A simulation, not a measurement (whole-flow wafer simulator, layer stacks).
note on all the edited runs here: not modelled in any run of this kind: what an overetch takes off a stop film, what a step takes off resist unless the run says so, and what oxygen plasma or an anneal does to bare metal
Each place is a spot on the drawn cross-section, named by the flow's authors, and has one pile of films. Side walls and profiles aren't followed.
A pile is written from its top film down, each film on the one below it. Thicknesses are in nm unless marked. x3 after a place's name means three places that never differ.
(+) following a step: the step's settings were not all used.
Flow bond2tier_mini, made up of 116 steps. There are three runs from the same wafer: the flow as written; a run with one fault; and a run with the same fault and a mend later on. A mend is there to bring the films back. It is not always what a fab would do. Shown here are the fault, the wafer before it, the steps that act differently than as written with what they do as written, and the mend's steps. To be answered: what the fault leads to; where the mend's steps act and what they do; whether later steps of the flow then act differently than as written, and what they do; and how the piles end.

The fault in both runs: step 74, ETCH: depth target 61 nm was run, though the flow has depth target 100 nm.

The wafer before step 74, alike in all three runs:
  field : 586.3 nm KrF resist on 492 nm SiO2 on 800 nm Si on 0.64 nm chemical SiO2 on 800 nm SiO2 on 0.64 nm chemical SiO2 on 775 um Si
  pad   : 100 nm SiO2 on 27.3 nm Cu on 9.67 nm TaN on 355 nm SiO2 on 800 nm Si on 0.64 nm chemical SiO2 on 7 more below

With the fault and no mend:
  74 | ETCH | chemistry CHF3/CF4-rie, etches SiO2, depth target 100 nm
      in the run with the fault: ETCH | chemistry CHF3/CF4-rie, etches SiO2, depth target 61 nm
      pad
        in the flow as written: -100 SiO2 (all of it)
        in the run with the fault: -61 SiO2
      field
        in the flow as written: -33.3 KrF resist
        in the run with the fault: -20.3 KrF resist
  Later steps of the flow acting differently than as written (not shown: 1 more step that differs only slightly, by at most 2% or 0.5 nm, whichever is larger):
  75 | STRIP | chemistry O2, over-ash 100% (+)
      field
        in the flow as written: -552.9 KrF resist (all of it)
        in the run with the fault: -565.9 KrF resist (all of it)
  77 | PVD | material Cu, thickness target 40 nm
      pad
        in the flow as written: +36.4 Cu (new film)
        in the run with the fault: +37.8 Cu (new film)
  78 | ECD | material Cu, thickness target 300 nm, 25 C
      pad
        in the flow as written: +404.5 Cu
        in the run with the fault: +363.8 Cu
  At pad, the piles at the end differ from the flow's by more than 2% or 0.5 nm, whichever is larger.
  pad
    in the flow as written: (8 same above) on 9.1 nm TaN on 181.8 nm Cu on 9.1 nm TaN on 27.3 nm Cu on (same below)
    in the run with the fault: (8 same above) on 9.1 nm TaN on 142.4 nm Cu on 9.45 nm TaN on 39 nm SiO2 on 27.3 nm Cu on (same below)

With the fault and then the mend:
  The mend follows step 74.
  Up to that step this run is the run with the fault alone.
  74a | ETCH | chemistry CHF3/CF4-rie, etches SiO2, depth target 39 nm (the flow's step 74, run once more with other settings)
      field
        -13 KrF resist
      pad
        -39 SiO2 (all of it)
  None of the later steps of the flow acts differently than as written at any place that is followed.
  At every place that both follow, the piles at the end match the flow's.
